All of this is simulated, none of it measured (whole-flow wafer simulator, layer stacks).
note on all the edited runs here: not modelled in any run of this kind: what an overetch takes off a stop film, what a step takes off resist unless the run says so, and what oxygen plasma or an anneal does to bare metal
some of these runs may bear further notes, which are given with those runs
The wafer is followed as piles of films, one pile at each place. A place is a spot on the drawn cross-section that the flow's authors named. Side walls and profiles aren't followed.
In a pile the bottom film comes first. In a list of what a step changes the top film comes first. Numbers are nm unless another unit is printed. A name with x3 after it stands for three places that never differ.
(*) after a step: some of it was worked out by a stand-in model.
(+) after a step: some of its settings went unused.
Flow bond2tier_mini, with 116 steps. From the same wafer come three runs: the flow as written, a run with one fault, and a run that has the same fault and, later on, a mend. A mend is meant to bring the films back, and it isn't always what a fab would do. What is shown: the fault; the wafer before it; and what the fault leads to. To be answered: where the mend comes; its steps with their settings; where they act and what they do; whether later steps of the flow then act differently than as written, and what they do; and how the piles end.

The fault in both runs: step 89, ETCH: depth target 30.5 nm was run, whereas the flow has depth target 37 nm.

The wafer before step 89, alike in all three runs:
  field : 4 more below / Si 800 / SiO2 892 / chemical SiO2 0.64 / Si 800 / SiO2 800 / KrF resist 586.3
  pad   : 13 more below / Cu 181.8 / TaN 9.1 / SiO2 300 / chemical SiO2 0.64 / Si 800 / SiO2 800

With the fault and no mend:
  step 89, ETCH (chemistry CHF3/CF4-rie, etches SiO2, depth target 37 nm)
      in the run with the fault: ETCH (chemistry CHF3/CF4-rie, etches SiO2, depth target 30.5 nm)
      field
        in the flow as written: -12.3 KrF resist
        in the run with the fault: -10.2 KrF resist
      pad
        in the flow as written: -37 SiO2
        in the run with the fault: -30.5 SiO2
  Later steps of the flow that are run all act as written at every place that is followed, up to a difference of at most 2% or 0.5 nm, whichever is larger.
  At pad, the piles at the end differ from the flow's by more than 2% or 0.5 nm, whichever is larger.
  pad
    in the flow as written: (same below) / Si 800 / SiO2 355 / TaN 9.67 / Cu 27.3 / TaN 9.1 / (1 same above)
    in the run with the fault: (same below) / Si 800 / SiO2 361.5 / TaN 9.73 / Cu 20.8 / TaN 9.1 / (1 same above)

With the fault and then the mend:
  After step 90 comes the mend.
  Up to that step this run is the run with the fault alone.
  step 90a, COAT (KrF resist, thickness 600 nm) (*) (the flow's step 84 again)
      field
        +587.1 KrF resist (new film)
      pad
        +613.5 KrF resist (new film)
  step 90b, SOFTBAKE (KrF resist) (the flow's step 85 again)
      leaves every film unchanged at each place that is followed
  step 90c, EXPOSE (photomask T3TRIM, NA 0.6) (the flow's step 86 again)
      leaves every film unchanged at each place that is followed
  step 90d, PEB (KrF resist) (the flow's step 87 again)
      leaves every film unchanged at each place that is followed
  step 90e, DEVELOP (developer TMAH-0.26N, 60 s) (the flow's step 88 again)
      field
        -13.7 KrF resist
      pad
        -613.5 KrF resist (all of it)
  step 90f, ETCH (chemistry CHF3/CF4-rie, etches SiO2, depth target 6.5 nm) (the flow's step 89 again, with other settings)
      field
        -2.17 KrF resist
      pad
        -6.5 SiO2
  step 90g, STRIP (chemistry O2, over-ash 100%) (+) (the flow's step 90 again)
      field
        -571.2 KrF resist (all of it)
  Later steps of the flow that are run all act as written at every place that is followed.
  By the end, the piles equal the flow's at every place that both follow.
